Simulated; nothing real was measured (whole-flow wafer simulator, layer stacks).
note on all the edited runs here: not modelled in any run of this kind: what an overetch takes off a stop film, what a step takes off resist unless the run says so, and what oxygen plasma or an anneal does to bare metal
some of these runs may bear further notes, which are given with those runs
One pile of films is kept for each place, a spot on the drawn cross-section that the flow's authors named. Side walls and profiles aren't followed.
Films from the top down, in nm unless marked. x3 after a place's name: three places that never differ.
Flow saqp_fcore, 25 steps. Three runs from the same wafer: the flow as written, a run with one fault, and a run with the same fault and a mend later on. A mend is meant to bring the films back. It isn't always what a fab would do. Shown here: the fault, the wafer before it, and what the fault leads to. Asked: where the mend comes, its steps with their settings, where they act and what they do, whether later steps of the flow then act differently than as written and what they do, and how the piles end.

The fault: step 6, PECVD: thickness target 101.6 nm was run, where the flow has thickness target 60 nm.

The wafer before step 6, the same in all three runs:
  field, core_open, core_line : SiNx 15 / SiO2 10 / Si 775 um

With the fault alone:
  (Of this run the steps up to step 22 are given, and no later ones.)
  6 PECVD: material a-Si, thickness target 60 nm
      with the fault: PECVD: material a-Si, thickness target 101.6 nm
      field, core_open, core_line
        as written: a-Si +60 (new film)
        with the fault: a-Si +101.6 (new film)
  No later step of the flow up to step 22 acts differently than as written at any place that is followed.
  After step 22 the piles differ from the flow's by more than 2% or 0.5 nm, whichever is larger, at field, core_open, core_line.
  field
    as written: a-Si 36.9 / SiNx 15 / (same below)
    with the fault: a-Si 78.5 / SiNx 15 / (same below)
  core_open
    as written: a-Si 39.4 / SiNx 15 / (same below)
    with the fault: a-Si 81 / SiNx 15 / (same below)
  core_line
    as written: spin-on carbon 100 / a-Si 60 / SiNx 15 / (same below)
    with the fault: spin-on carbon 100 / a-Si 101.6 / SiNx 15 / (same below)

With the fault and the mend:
  The mend comes after step 7.
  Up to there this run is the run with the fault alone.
  7a ETCH: chemistry tmah, depth target 116.8 nm
      field, core_open, core_line
        a-Si -101.6 (all of it)
  7b PECVD: material a-Si, thickness target 60 nm (the flow's step 6 once more)
      field, core_open, core_line
        a-Si +60 (new film)
  No later step of the flow acts differently than as written at any place that is followed.
  At the end the piles are the same as the flow's at every place that both follow.
